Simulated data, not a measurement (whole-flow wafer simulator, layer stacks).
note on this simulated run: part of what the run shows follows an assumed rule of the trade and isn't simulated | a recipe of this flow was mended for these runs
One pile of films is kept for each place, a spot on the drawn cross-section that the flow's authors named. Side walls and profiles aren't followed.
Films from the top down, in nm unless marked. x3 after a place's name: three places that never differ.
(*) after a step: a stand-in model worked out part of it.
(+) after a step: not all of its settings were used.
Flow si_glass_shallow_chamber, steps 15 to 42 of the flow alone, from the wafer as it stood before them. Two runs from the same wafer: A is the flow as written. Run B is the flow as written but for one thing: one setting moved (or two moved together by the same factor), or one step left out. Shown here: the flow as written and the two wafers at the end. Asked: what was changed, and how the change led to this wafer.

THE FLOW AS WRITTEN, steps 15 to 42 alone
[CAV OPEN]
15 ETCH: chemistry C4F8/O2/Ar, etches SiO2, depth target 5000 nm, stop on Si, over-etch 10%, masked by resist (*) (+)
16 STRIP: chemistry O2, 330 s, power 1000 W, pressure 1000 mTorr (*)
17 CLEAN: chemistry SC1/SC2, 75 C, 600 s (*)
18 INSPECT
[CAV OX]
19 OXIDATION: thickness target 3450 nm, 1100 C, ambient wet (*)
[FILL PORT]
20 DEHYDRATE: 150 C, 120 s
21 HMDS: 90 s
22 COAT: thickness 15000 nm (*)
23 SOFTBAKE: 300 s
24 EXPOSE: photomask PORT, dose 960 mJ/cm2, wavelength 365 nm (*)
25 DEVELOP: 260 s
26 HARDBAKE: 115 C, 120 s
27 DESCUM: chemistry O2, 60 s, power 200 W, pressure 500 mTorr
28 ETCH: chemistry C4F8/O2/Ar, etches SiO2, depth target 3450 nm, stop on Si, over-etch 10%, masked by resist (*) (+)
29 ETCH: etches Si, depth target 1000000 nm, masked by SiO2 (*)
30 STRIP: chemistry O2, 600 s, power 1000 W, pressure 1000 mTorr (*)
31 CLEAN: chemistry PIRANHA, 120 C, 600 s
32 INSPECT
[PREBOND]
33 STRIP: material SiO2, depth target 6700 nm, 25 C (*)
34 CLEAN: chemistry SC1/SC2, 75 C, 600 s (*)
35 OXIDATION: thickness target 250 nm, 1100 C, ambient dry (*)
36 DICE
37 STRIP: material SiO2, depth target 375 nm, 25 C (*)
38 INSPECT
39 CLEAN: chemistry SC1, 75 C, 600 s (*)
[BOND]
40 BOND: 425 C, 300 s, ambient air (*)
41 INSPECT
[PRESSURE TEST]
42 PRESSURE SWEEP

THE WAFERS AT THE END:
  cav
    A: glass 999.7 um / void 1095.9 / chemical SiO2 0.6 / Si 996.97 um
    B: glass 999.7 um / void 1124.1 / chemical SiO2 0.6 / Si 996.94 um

The cause: step 15, ETCH: over-etch 14.5% was run, where the flow has over-etch 10%.

How the change led to this, step by step:
  15 ETCH: chemistry C4F8/O2/Ar, etches SiO2, depth target 5000 nm, stop on Si, over-etch 10%, masked by resist (*) (+)
      rim, ramp, septum, ring: A thick-i-line-resist -1100 | B thick-i-line-resist -1145
      cav, port: A SiO2 -5000 (all of it), Si -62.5 | B SiO2 -5000 (all of it), Si -90.6
  22 COAT: thickness 15000 nm (*)
      rim: A thick-i-line-resist +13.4 um (new film) | B thick-i-line-resist +13.39 um (new film)
      ramp: A thick-i-line-resist +12.89 um (new film) | B thick-i-line-resist +12.88 um (new film)
      (and at 1 more place)
  29 ETCH: etches Si, depth target 1000000 nm, masked by SiO2 (*)
      rim, ramp: A thick-i-line-resist -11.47 um (all of it), SiO2 -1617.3 | B thick-i-line-resist -11.46 um (all of it), SiO2 -1627.5
      port: A hole +997.05 um (new film), Si -997.05 um (all of it) | B hole +997.02 um (new film), Si -997.02 um (all of it)
  40 BOND: 425 C, 300 s, ambient air (*)
      cav: A glass +999.7 um (new film), void +1095.9 (new film) | B glass +999.7 um (new film), void +1124.1 (new film)
      port: A glass +999.7 um (new film), hole +1017.3 | B glass +999.7 um (new film), hole +1045.4
